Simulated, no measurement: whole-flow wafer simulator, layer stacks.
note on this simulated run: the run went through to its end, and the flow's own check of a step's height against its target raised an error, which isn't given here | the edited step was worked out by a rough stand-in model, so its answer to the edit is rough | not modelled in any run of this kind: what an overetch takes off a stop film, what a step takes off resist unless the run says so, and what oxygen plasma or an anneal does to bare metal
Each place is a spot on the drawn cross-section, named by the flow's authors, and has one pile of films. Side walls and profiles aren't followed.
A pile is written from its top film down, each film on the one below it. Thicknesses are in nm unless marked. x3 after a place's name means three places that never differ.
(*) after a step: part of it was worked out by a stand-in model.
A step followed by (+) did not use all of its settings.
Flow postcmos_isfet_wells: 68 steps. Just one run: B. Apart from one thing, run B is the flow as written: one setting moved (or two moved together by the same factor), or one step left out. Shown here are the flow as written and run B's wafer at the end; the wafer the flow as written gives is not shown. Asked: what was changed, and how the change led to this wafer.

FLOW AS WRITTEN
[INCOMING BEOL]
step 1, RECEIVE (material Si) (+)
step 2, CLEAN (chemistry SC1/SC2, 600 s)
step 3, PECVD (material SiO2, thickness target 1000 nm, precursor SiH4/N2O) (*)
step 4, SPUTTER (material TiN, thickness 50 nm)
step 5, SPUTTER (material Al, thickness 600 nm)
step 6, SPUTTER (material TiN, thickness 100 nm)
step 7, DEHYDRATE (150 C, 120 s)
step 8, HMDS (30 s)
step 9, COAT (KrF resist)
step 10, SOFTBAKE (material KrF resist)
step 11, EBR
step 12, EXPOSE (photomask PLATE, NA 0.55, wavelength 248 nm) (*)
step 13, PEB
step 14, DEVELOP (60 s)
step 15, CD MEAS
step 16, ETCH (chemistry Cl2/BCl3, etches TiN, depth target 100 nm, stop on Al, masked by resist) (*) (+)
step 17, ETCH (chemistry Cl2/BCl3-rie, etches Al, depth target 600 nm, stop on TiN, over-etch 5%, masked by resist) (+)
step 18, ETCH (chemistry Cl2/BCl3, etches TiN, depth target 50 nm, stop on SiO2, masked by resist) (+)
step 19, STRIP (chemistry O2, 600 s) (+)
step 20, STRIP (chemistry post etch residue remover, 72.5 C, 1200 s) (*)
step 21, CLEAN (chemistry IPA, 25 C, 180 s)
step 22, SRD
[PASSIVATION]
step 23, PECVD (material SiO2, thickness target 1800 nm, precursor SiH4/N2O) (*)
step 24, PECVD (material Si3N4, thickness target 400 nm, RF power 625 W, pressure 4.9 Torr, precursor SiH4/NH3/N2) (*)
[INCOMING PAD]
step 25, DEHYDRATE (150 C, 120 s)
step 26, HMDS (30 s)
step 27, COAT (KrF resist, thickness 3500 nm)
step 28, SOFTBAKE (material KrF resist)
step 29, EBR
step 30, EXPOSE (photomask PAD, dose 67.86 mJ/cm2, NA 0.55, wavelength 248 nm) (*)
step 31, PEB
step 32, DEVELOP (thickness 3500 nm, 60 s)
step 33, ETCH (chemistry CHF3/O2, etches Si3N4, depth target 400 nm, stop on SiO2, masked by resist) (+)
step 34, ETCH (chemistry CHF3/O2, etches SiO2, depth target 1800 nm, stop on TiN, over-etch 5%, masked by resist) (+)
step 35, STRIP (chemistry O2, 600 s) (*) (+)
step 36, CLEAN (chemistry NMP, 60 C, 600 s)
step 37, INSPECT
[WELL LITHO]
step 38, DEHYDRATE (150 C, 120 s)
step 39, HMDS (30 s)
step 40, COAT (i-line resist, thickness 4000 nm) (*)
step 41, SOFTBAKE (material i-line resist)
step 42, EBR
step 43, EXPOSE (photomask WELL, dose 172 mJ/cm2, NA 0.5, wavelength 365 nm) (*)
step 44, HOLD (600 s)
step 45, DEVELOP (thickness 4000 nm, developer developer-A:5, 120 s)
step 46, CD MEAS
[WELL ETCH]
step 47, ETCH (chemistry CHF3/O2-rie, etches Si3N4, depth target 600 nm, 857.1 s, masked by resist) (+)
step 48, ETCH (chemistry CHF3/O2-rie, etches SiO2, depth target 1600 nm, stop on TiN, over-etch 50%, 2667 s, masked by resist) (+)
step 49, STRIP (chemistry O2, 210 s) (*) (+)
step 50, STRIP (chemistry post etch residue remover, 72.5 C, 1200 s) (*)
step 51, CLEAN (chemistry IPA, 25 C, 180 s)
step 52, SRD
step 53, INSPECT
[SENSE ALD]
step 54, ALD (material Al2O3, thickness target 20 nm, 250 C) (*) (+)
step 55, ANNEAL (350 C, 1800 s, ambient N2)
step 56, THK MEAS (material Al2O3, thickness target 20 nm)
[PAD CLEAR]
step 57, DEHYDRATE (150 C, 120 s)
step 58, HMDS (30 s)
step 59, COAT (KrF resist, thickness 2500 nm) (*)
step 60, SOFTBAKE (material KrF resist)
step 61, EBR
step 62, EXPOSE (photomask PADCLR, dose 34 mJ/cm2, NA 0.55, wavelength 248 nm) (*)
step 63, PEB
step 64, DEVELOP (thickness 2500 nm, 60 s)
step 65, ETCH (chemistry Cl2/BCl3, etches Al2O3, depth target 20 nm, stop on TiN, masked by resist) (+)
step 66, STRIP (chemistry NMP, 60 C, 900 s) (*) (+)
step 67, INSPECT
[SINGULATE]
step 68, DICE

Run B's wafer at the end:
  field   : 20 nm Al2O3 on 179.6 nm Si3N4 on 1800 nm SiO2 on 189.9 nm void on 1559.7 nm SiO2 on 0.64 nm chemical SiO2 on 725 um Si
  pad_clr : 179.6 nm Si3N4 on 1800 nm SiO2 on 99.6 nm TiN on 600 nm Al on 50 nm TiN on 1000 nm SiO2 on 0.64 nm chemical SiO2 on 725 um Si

Cause: step 24, PECVD: thickness target 180 nm was run, whereas the flow has thickness target 400 nm.

How this came from the change, step by step:
  step 24, PECVD (material Si3N4, thickness target 400 nm, RF power 625 W, pressure 4.9 Torr, precursor SiH4/NH3/N2) (*)
      field, margin, well900, well1300 x3, pad_rim, pad_clr, pad_open: Si3N4 gains 180 (new film) (as written it would have been: Si3N4 gains 400 (new film))
  step 33, ETCH (chemistry CHF3/O2, etches Si3N4, depth target 400 nm, stop on SiO2, masked by resist) (+)
      field, margin, well900, well1300 x3, pad_rim, pad_clr: KrF resist loses 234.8 (as written it would have been: KrF resist loses 347.8)
      pad_open: Si3N4 loses 180 (all of it) (as written it would have been: Si3N4 loses 400 (all of it))
  step 35, STRIP (chemistry O2, 600 s) (*) (+)
      field, margin, well900, well1300 x3, pad_rim, pad_clr: KrF resist loses 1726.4 (all of it) (as written it would have been: KrF resist loses 1613.3 (all of it))
  step 40, COAT (i-line resist, thickness 4000 nm) (*)
      pad_clr: i-line resist gains 3325.6 (new film) (as written it would have been: i-line resist gains 3256.8 (new film))
  step 41, SOFTBAKE (material i-line resist)
      pad_clr: i-line resist loses 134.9 (as written it would have been: i-line resist loses 156.7)
      pad_open: i-line resist gains 105.5 (as written it would have been: i-line resist gains 115.3)
  step 47, ETCH (chemistry CHF3/O2-rie, etches Si3N4, depth target 600 nm, 857.1 s, masked by resist) (+)
      well900, well1300 x3: Si3N4 loses 180 (all of it), SiO2 loses 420 (as written it would have been: Si3N4 loses 400 (all of it), SiO2 loses 200)
  step 48, ETCH (chemistry CHF3/O2-rie, etches SiO2, depth target 1600 nm, stop on TiN, over-etch 50%, 2667 s, masked by resist) (+)
      well900, well1300 x3: SiO2 loses 1380 (all of it) (as written it would have been: SiO2 loses 1600 (all of it))
  step 49, STRIP (chemistry O2, 210 s) (*) (+)
      pad_clr: i-line resist loses 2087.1 (all of it) (as written it would have been: i-line resist loses 1996.5 (all of it))
      pad_open: i-line resist loses 3727.6 (all of it) (as written it would have been: i-line resist loses 3816.3 (all of it))
  step 59, COAT (KrF resist, thickness 2500 nm) (*)
      field: KrF resist gains 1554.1 (new film) (as written it would have been: KrF resist gains 1449 (new film))
      margin: KrF resist gains 1554 (new film) (as written it would have been: KrF resist gains 1448.9 (new film))
      (as well as at 2 more places)
  step 63, PEB
      field, margin: KrF resist loses 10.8 (as written it would have been: KrF resist loses 10.1)
  step 64, DEVELOP (thickness 2500 nm, 60 s)
      pad_clr: KrF resist loses 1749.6 (all of it) (as written it would have been: KrF resist loses 1676 (all of it))
  step 66, STRIP (chemistry NMP, 60 C, 900 s) (*) (+)
      field: KrF resist loses 1504.5 (all of it) (as written it would have been: KrF resist loses 1400.1 (all of it))
      margin: KrF resist loses 1504.4 (all of it) (as written it would have been: KrF resist loses 1400.1 (all of it))
      (as well as at 1 more place)
